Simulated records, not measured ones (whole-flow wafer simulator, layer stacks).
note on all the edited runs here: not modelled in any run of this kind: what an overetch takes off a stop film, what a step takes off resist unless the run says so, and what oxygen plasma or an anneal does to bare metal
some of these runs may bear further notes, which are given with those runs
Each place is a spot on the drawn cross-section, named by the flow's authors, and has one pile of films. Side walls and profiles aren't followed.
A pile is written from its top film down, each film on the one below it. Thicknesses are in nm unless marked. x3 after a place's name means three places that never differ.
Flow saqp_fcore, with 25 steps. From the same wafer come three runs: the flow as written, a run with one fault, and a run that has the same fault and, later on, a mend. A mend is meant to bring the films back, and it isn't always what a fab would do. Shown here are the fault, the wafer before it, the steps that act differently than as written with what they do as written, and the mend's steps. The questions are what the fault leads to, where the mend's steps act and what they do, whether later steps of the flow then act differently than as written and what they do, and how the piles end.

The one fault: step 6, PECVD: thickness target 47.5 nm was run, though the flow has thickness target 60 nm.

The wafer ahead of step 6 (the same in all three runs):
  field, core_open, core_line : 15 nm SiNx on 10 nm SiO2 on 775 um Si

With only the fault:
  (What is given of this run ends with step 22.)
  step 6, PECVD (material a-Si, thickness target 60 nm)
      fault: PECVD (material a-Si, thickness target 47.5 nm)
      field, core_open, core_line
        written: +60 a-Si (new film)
        fault: +47.5 a-Si (new film)
  Later steps of the flow up to step 22 that are run all act as written at every place that is followed.
  After step 22, at field, core_open, core_line, the piles differ from the flow's by more than 2% or 0.5 nm, whichever is larger.
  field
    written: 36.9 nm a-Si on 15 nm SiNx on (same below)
    fault: 24.4 nm a-Si on 15 nm SiNx on (same below)
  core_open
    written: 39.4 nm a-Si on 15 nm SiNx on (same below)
    fault: 26.9 nm a-Si on 15 nm SiNx on (same below)
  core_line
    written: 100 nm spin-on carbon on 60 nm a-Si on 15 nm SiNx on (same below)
    fault: 100 nm spin-on carbon on 47.5 nm a-Si on 15 nm SiNx on (same below)

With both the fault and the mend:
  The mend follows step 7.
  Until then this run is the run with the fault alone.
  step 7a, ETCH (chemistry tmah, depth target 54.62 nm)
      field, core_open, core_line
        -47.5 a-Si (all of it)
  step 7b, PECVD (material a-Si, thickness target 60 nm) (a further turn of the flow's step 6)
      field, core_open, core_line
        +60 a-Si (new film)
  Later steps of the flow that are run all act as written at every place that is followed.
  At every place that both follow, the piles at the end match the flow's.
